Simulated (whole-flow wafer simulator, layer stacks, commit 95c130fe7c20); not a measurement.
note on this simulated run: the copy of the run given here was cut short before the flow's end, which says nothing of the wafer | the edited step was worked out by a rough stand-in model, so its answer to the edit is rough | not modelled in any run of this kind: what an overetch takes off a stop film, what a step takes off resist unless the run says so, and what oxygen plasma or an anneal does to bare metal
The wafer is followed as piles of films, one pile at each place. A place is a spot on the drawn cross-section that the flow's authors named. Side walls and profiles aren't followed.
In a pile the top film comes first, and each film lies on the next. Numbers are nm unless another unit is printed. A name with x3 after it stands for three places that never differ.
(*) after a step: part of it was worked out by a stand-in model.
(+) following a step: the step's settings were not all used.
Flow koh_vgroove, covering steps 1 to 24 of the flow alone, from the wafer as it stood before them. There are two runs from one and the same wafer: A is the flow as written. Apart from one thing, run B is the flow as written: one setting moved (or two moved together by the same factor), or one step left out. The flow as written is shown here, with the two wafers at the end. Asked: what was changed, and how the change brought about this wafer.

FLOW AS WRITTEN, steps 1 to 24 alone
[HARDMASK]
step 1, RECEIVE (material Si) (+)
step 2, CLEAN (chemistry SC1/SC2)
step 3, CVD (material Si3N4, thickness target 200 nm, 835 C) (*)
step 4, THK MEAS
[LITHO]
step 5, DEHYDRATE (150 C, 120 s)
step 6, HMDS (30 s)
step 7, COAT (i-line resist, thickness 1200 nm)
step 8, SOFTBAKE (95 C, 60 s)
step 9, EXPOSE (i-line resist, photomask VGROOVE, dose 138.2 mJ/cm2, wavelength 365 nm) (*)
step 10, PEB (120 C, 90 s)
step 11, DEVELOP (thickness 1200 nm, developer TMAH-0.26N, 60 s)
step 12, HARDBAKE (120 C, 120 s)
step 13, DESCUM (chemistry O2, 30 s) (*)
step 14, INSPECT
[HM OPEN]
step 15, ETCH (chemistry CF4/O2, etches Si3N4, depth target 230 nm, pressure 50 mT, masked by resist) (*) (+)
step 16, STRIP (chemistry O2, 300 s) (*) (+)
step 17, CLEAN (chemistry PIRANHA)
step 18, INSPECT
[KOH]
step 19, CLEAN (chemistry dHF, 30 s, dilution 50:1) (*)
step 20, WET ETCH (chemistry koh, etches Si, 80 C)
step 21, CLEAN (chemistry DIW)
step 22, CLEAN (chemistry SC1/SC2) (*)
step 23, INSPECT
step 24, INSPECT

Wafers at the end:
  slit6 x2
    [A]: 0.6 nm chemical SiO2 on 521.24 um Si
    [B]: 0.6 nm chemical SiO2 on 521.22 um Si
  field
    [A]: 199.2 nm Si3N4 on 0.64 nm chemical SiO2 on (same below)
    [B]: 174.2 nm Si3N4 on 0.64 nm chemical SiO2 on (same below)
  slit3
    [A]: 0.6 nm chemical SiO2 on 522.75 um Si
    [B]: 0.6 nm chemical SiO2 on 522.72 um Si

What caused this: step 3, CVD: thickness target 175 nm was run, whereas the flow has thickness target 200 nm.

The path from the change to this, step by step:
  step 3, CVD (material Si3N4, thickness target 200 nm, 835 C) (*)
      field, slit3, slit2, slit6 x2: A Si3N4 gains 200 (new film) | B Si3N4 gains 175 (new film)
  step 15, ETCH (chemistry CF4/O2, etches Si3N4, depth target 230 nm, pressure 50 mT, masked by resist) (*) (+)
      slit3, slit2, slit6 x2: A Si3N4 loses 200 (all of it), chemical SiO2 loses 0.64 (all of it), Si loses 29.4 | B Si3N4 loses 175 (all of it), chemical SiO2 loses 0.64 (all of it), Si loses 54.4
